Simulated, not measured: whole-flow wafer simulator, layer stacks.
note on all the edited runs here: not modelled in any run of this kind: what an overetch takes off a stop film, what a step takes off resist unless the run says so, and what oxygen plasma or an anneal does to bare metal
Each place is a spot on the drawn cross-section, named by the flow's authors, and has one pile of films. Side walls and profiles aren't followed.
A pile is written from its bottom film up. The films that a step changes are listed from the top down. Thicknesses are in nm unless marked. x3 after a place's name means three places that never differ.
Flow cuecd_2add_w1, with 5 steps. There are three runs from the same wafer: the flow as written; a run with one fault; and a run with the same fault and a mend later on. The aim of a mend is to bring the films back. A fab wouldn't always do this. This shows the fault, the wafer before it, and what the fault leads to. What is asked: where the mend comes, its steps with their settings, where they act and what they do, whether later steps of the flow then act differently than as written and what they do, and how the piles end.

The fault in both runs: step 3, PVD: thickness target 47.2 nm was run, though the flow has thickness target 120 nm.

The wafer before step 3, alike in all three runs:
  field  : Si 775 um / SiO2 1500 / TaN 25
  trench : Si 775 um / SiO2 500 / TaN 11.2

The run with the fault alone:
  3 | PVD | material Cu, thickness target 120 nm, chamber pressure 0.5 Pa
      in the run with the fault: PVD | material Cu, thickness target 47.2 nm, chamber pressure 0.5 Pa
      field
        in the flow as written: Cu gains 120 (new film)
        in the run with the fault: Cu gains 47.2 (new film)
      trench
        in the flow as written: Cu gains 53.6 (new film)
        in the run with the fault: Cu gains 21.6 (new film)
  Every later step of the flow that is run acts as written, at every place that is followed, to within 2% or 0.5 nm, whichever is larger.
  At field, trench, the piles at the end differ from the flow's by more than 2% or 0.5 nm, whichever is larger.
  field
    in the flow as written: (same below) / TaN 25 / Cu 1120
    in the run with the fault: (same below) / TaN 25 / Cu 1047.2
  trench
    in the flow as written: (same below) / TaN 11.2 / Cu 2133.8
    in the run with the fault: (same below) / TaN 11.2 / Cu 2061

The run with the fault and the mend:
  After step 3 comes the mend.
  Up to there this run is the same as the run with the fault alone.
  3a | PVD | material Cu, thickness target 72.8 nm, chamber pressure 0.5 Pa (the flow's step 3, run once more with other settings)
      field
        Cu gains 72.8
      trench
        Cu gains 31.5
  Every later step of the flow that is run acts as written, at every place that is followed, to within 2% or 0.5 nm, whichever is larger.
  The piles end the same as the flow's at every place that both follow.
